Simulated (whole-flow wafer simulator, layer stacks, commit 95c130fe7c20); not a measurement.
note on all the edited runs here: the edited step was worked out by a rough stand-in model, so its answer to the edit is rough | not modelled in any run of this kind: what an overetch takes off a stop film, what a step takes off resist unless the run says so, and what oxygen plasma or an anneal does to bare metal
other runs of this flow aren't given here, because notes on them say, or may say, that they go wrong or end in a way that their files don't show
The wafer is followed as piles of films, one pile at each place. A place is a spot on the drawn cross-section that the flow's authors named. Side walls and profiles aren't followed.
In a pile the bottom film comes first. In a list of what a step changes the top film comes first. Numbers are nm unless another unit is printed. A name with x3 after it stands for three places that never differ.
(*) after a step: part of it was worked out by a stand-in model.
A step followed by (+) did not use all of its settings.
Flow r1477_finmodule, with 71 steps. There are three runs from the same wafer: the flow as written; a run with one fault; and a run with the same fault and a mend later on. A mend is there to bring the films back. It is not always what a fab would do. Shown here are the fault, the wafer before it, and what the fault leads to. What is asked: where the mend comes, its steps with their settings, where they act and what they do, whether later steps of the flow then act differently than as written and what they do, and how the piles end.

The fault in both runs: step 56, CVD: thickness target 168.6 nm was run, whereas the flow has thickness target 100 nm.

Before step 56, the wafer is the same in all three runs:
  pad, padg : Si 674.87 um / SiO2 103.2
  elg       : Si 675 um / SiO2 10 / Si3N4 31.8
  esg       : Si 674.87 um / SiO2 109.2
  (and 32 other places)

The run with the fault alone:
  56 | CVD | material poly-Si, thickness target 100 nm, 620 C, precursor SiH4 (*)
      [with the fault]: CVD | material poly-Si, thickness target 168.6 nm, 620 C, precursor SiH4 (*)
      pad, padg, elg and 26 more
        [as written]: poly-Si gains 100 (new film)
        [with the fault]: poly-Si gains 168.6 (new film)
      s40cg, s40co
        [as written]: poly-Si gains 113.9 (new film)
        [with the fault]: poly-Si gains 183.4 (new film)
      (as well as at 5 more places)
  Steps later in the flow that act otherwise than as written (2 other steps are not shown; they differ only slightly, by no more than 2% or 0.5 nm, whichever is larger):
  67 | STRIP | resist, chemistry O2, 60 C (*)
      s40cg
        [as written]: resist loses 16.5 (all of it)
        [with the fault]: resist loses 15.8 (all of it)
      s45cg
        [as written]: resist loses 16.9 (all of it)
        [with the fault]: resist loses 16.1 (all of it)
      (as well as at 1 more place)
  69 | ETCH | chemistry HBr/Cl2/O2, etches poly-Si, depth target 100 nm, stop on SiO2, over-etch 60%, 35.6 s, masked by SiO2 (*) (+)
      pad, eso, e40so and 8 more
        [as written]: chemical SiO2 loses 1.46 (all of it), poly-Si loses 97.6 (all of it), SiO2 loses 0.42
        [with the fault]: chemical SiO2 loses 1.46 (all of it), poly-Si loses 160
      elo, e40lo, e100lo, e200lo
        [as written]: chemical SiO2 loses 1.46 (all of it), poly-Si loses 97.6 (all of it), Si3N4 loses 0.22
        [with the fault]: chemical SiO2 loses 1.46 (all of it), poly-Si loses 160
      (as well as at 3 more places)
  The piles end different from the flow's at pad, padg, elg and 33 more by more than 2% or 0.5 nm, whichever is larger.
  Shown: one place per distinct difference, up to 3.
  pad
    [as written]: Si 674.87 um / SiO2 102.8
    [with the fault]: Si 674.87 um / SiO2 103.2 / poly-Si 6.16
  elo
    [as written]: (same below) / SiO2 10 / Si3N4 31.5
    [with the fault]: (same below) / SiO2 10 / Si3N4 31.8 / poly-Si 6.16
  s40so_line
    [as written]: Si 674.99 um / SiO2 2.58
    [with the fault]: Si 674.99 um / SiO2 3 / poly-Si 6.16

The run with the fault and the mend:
  The mend stands after step 56.
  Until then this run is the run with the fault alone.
  56a | ETCH | chemistry tmah, depth target 297.2 nm
      pad, padg, elg and 26 more
        poly-Si loses 168.6 (all of it)
      s40cg, s40co
        poly-Si loses 183.4 (all of it)
      s45cg, s45co
        poly-Si loses 183 (all of it)
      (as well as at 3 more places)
  56b | CLEAN | chemistry SC1, 46 C, 45 s (*) (the flow's step 48 again)
      s40sg_line, s45sg_line, s50sg_line, s40so_line, s45so_line, s50so_line
        SiO2 loses 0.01
  56c | CVD | material poly-Si, thickness target 100 nm, 620 C, precursor SiH4 (*) (the flow's step 56 again)
      pad, padg, elg and 26 more
        poly-Si gains 100 (new film)
      s40cg, s40co
        poly-Si gains 113.9 (new film)
      s45cg, s45co
        poly-Si gains 113.4 (new film)
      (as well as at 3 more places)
  None of the later steps of the flow differs from how it acts as written, at any place that is followed, by more than 2% or 0.5 nm, whichever is larger.
  At the end the piles are close to the flow's at the places that both follow, differing by at most 2% or 0.5 nm, whichever is larger.
